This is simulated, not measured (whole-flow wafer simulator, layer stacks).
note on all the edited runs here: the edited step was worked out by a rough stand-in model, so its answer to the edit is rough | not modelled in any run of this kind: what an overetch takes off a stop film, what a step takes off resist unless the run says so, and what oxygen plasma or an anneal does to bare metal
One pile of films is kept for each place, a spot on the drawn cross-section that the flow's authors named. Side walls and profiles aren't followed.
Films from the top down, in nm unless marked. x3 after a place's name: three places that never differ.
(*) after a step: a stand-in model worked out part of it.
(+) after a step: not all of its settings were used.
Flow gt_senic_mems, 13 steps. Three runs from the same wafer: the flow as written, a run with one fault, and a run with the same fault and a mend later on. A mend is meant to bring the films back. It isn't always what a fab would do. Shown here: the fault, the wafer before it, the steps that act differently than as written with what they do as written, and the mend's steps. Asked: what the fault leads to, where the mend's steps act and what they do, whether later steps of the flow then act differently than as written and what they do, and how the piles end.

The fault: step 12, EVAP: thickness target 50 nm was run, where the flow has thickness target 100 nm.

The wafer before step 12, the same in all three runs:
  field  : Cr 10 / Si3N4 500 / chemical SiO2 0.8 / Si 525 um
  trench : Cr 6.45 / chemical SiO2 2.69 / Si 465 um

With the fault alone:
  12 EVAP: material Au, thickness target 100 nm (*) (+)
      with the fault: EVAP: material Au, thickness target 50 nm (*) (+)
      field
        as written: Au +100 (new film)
        with the fault: Au +50 (new film)
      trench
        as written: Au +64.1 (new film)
        with the fault: Au +32.2 (new film)
  No later step of the flow acts differently than as written at any place that is followed.
  At the end the piles differ from the flow's by more than 2% or 0.5 nm, whichever is larger, at field, trench.
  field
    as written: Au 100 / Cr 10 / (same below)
    with the fault: Au 50 / Cr 10 / (same below)
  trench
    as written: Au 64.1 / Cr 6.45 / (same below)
    with the fault: Au 32.2 / Cr 6.45 / (same below)

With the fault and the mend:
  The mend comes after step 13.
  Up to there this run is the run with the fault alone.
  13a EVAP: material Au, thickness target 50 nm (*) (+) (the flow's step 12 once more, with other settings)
      field
        Au +50
      trench
        Au +32.2
  No later step of the flow acts differently than as written at any place that is followed.
  At the end the piles differ from the flow's only slightly at the places that both follow, by at most 2% or 0.5 nm, whichever is larger.
